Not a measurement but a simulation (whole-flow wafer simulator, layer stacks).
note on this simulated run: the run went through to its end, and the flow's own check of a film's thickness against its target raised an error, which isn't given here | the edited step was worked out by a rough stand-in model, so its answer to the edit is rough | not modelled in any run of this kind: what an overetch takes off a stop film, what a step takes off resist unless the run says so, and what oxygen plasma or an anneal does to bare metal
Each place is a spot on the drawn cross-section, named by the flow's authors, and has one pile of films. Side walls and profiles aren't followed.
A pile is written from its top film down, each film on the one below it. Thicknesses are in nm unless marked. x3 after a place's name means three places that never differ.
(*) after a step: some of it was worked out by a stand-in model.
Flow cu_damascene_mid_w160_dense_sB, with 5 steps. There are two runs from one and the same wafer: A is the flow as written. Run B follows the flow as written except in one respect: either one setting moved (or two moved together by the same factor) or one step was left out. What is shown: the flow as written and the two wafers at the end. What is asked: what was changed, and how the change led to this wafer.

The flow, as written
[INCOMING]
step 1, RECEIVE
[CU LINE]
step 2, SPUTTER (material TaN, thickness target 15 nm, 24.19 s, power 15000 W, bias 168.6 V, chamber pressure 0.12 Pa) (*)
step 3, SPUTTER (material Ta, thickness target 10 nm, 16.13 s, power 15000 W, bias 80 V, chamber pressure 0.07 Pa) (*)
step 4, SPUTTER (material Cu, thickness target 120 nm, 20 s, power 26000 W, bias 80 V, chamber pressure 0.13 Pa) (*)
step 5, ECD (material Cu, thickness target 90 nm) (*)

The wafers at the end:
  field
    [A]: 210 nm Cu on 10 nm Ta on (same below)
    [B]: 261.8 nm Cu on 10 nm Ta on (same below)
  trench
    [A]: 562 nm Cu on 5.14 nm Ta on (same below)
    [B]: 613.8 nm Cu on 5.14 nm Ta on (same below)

The reason: step 5, ECD: thickness target 141.8 nm was run, while the flow as written has thickness target 90 nm.

How this came from the change, step by step:
  step 5, ECD (material Cu, thickness target 90 nm) (*)
      field: A Cu gains 90 | B Cu gains 141.8
      trench: A Cu gains 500 | B Cu gains 551.8
